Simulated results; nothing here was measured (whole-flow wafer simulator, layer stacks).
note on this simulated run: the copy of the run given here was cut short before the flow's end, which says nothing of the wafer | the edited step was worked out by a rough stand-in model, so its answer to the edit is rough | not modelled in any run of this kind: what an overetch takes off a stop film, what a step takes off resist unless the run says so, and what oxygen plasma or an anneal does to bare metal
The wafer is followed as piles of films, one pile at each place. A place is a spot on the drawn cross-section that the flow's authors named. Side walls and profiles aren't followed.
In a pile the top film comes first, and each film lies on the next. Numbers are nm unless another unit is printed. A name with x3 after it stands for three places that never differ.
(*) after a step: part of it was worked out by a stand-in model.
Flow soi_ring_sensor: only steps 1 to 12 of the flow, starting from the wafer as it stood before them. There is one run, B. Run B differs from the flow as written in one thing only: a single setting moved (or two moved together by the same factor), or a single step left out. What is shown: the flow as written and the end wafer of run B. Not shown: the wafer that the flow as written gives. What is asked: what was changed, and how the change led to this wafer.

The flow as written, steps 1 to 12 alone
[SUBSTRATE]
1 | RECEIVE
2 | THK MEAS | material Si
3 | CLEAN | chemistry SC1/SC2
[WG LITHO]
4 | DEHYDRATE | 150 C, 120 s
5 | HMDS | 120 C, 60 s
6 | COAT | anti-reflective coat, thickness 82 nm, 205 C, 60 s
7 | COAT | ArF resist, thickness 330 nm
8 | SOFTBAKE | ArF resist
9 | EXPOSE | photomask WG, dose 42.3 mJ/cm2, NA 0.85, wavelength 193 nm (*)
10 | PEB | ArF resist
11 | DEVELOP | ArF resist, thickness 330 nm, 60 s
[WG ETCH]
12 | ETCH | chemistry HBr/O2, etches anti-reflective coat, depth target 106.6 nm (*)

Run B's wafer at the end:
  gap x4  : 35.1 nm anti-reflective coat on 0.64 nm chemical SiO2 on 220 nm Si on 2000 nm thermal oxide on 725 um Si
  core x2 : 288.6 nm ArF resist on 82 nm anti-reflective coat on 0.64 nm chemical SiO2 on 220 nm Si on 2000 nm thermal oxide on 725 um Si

What caused this: step 12, ETCH: depth target 46.9 nm was run, while the flow as written has depth target 106.6 nm.

The path from the change to this, step by step:
  12 | ETCH | chemistry HBr/O2, etches anti-reflective coat, depth target 106.6 nm (*)
      gap x4: -46.9 anti-reflective coat (as written it would have been: -82 anti-reflective coat (all of it), -0.64 chemical SiO2 (all of it))
      core x2: -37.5 ArF resist (as written it would have been: -85.3 ArF resist)
